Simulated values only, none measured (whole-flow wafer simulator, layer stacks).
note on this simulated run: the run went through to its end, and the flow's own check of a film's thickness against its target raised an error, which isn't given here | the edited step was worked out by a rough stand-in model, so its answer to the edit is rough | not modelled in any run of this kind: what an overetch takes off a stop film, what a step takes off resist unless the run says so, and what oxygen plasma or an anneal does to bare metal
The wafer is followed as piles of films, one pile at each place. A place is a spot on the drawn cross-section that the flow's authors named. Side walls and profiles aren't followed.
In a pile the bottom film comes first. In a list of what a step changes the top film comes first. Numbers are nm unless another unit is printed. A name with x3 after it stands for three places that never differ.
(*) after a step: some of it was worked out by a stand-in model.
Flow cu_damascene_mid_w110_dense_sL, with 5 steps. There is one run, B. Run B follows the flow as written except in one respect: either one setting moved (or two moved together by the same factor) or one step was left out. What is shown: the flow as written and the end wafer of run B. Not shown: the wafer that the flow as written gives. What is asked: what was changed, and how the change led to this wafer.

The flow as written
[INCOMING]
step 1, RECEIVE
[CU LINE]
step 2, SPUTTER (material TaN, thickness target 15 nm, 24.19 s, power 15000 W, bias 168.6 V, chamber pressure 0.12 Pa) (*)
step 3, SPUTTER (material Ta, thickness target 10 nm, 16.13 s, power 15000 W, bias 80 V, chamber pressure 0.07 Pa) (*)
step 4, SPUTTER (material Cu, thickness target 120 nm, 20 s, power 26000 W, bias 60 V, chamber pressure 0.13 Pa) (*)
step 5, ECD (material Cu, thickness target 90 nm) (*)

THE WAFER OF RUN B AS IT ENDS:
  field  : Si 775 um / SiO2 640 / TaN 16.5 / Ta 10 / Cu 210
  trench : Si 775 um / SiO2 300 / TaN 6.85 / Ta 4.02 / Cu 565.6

Cause: step 2, SPUTTER: thickness target 16.5 nm was run, while the flow as written has thickness target 15 nm; step 2, SPUTTER: 26.61 s was run, where the flow has 24.19 s.
One can read it off the wafer: field has TaN 16.5, and step 2 as written asks for 15 nm.

How this came from the change, step by step:
  step 2, SPUTTER (material TaN, thickness target 15 nm, 24.19 s, power 15000 W, bias 168.6 V, chamber pressure 0.12 Pa) (*)
      field: +16.5 TaN (new film) (as written it would have been: +15 TaN (new film))
      trench: +6.85 TaN (new film) (as written it would have been: +6.23 TaN (new film))
